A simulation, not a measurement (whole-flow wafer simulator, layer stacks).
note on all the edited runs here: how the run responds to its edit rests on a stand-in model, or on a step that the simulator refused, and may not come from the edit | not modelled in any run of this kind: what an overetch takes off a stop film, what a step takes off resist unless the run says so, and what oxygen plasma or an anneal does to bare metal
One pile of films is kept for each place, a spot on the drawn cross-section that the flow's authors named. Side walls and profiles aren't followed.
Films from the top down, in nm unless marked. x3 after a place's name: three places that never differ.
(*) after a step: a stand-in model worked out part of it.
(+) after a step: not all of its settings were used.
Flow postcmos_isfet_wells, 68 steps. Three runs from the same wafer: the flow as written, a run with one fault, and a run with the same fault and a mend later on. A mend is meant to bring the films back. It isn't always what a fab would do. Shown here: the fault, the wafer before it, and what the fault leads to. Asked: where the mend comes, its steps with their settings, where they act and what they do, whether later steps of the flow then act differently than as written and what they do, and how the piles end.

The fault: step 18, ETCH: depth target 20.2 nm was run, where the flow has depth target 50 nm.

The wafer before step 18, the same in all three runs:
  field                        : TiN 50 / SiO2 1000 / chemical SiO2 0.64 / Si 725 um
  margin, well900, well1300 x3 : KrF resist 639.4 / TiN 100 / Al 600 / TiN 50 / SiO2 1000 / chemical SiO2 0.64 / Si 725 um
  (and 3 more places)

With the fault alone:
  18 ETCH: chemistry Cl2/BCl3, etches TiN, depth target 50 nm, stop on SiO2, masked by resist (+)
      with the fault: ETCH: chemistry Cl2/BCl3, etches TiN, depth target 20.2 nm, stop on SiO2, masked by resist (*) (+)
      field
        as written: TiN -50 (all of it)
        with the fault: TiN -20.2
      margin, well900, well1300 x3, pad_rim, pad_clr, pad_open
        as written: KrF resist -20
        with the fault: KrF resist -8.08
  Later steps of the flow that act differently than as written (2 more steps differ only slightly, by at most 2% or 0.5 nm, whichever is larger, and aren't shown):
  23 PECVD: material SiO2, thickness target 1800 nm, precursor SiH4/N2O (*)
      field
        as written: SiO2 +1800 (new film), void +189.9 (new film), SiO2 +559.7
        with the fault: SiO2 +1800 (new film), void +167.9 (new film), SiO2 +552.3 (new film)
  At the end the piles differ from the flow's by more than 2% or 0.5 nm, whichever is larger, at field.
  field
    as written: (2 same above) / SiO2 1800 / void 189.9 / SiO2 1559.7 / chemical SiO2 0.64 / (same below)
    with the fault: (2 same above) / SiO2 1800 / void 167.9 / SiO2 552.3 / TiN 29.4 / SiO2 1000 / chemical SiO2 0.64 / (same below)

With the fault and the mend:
  The mend comes after step 18.
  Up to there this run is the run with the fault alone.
  18a ETCH: chemistry Cl2/BCl3, etches TiN, depth target 29.8 nm, stop on SiO2, masked by resist (the flow's step 18 once more, with other settings)
      margin, well900, well1300 x3, pad_rim, pad_clr, pad_open
        KrF resist -11.9
      field
        TiN -29.8 (all of it)
  No later step of the flow acts differently than as written at any place that is followed.
  At the end the piles are the same as the flow's at every place that both follow.
